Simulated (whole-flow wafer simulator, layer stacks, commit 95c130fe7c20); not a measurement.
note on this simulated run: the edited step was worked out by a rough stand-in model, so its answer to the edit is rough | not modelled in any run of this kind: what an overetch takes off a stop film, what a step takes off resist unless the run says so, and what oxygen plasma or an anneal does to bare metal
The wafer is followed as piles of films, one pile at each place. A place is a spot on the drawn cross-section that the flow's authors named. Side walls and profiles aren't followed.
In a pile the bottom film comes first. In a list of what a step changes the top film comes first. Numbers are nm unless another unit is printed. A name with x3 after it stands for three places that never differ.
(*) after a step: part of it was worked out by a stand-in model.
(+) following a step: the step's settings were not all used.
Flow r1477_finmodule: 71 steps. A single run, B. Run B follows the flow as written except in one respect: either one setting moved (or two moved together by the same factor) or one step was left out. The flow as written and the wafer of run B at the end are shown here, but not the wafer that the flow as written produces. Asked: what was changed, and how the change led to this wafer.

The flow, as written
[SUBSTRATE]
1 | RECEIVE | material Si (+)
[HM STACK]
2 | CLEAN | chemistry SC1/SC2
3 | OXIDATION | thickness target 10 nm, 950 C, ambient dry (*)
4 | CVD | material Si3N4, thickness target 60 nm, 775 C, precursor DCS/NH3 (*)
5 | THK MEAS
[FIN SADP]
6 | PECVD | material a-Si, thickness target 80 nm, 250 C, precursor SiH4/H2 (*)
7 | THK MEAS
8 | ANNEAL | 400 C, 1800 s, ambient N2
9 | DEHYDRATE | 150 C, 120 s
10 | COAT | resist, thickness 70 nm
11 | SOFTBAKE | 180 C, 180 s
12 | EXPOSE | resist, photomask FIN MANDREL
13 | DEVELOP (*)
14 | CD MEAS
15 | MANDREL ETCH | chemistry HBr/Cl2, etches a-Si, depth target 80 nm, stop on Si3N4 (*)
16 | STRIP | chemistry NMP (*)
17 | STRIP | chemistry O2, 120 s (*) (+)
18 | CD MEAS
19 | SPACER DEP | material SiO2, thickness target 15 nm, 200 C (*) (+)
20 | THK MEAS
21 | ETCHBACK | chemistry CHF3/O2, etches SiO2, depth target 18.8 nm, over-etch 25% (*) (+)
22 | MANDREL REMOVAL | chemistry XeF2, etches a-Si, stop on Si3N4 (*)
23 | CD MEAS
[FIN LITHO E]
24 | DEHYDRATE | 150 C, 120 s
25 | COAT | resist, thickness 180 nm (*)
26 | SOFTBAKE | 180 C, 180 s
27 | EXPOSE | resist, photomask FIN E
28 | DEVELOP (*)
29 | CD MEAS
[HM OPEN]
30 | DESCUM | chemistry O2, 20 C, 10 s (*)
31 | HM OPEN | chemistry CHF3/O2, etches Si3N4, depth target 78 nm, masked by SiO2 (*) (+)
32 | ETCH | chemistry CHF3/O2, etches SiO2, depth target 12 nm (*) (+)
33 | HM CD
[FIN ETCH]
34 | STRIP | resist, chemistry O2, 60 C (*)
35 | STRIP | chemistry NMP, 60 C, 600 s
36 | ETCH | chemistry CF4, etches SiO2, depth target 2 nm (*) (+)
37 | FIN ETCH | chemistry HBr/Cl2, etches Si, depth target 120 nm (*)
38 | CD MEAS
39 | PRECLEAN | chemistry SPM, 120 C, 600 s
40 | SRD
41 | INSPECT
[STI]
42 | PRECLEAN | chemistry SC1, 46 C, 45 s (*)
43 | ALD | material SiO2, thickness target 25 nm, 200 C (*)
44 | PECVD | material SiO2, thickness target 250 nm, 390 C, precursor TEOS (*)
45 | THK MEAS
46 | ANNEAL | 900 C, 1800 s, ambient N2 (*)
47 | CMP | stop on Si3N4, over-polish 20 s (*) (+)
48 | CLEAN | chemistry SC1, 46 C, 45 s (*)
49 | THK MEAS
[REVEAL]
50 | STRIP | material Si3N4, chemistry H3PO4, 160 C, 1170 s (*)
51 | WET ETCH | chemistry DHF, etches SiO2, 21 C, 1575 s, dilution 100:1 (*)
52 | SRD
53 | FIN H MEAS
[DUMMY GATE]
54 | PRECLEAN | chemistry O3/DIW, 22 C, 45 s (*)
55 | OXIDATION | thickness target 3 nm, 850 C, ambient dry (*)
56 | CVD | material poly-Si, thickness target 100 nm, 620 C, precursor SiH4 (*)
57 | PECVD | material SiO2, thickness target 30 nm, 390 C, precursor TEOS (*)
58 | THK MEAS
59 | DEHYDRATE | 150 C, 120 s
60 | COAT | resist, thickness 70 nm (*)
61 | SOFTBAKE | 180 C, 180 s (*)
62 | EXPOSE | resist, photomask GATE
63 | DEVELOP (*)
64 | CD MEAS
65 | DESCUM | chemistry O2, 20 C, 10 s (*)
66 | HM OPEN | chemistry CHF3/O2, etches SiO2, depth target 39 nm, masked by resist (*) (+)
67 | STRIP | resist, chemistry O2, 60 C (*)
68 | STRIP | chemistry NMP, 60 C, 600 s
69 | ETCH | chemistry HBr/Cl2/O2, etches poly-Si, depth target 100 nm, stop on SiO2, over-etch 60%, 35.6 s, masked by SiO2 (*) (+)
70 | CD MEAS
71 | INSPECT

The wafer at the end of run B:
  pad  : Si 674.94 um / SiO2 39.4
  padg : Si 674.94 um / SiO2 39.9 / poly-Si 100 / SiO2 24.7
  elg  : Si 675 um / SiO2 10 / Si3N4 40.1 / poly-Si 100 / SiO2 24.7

The reason: step 37, FIN ETCH: depth target 56.4 nm was run, though the flow has depth target 120 nm.

Step by step, how the change led to this:
  37 | FIN ETCH | chemistry HBr/Cl2, etches Si, depth target 120 nm (*)
      pad, padg, esg and 19 more: -56.4 Si (as written it would have been: -120 Si)
      elg, e40lg, e100lg, e200lg, elo, e40lo, e100lo, e200lo: -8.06 Si3N4 (as written it would have been: -17.1 Si3N4)
      (as well as at 6 more places)
  43 | ALD | material SiO2, thickness target 25 nm, 200 C (*)
      s40cg, s45cg, s50cg, s40co, s45co, s50co: +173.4 SiO2 (new film) (as written it would have been: +232.1 SiO2 (new film))
      esg: +139.7 SiO2 (new film) (as written it would have been: +194.3 SiO2 (new film))
  47 | CMP | stop on Si3N4, over-polish 20 s (*) (+)
      pad, padg, e40sg and 11 more: -135.4 SiO2 (as written it would have been: -71.8 SiO2)
      elg, esg, e40lg and 6 more: -250.7 SiO2 (as written it would have been: -241.6 SiO2)
      (as well as at 1 more place)
  51 | WET ETCH | chemistry DHF, etches SiO2, 21 C, 1575 s, dilution 100:1 (*)
      elg, e40lg, e100lg, e200lg, elo, e40lo, e100lo, e200lo: -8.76 SiO2 (all of it), -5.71 Si3N4 (as written it would have been: -17.8 SiO2 (all of it), -4.97 Si3N4)
  56 | CVD | material poly-Si, thickness target 100 nm, 620 C, precursor SiH4 (*)
      esg: +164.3 poly-Si (new film) (as written it would have been: +156 poly-Si (new film))
  60 | COAT | resist, thickness 70 nm (*)
      e40sg, eso, e40so: +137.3 resist (new film) (as written it would have been: +129.5 resist (new film))
      e100sg, e100so: +137.2 resist (new film) (as written it would have been: +129.4 resist (new film))
      (as well as at 2 more places)
  63 | DEVELOP (*)
      eso, e40so: -137.3 resist (all of it) (as written it would have been: -129.5 resist (all of it))
      e100so: -137.2 resist (all of it) (as written it would have been: -129.4 resist (all of it))
      (as well as at 1 more place)
  67 | STRIP | resist, chemistry O2, 60 C (*)
      e40sg: -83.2 resist (all of it) (as written it would have been: -75.4 resist (all of it))
      e100sg: -83.1 resist (all of it) (as written it would have been: -75.3 resist (all of it))
      (as well as at 1 more place)
